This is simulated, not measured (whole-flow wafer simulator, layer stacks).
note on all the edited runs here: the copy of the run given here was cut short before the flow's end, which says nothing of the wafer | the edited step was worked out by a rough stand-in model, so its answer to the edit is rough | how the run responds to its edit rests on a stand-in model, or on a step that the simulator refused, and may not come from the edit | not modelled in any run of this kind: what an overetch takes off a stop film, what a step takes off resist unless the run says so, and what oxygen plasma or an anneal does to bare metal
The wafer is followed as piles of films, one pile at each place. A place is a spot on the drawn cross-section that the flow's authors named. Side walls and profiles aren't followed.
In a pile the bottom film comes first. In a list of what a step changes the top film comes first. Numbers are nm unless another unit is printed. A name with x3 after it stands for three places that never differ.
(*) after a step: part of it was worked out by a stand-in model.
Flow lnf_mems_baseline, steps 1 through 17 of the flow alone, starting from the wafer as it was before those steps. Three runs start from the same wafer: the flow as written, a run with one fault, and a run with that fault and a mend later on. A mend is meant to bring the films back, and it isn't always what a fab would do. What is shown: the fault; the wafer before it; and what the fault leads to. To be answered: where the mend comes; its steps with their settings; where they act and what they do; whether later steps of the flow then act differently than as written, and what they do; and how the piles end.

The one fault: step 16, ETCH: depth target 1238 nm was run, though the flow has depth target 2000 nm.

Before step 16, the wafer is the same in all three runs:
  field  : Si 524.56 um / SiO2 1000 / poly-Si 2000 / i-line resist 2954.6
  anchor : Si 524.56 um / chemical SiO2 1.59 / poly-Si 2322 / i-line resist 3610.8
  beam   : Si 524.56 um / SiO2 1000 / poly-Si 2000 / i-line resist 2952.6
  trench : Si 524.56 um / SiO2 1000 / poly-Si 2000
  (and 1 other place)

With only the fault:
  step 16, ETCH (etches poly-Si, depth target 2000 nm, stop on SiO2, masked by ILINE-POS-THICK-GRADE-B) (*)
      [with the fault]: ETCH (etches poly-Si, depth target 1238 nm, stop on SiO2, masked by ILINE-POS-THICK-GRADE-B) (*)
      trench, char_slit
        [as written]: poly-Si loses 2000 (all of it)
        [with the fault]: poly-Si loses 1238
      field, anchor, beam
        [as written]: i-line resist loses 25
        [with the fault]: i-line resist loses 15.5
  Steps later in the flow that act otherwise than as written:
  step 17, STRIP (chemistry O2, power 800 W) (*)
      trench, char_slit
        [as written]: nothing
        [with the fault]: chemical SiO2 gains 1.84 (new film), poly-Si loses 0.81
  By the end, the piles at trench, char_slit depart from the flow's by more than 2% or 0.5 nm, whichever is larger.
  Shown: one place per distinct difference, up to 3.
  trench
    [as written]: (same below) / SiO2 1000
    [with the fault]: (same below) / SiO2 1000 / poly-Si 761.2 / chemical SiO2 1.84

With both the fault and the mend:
  The mend follows step 16.
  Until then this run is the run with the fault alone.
  step 16a, ETCH (etches poly-Si, depth target 762 nm, stop on SiO2, masked by ILINE-POS-THICK-GRADE-B) (*) (a further turn of the flow's step 16, with different settings)
      field, anchor, beam
        i-line resist loses 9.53
      trench, char_slit
        poly-Si loses 762 (all of it)
  None of the later steps of the flow acts differently than as written at any place that is followed.
  The piles end the same as the flow's at every place that both follow.
